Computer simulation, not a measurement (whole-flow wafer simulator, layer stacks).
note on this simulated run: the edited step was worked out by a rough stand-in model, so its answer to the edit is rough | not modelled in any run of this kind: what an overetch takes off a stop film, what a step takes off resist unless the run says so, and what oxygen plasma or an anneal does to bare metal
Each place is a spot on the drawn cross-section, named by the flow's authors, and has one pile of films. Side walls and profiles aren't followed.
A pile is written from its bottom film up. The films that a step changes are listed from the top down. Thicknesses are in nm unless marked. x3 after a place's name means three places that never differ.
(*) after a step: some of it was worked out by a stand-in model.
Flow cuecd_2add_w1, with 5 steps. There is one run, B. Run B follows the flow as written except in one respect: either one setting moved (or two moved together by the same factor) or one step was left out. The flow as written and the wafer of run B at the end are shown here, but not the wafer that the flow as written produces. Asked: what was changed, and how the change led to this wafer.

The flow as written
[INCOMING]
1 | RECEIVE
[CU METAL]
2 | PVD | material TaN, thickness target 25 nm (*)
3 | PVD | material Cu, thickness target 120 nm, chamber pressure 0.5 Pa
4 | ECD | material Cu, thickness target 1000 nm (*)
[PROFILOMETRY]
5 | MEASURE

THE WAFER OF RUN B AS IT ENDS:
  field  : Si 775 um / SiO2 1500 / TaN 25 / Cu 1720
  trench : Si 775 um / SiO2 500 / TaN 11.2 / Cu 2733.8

Cause: step 4, ECD: thickness target 1600 nm was run, though the flow has thickness target 1000 nm.

Step by step, how the change led to this:
  4 | ECD | material Cu, thickness target 1000 nm (*)
      field: +1600 Cu (as written it would have been: +1000 Cu)
      trench: +2680.2 Cu (as written it would have been: +2080.2 Cu)
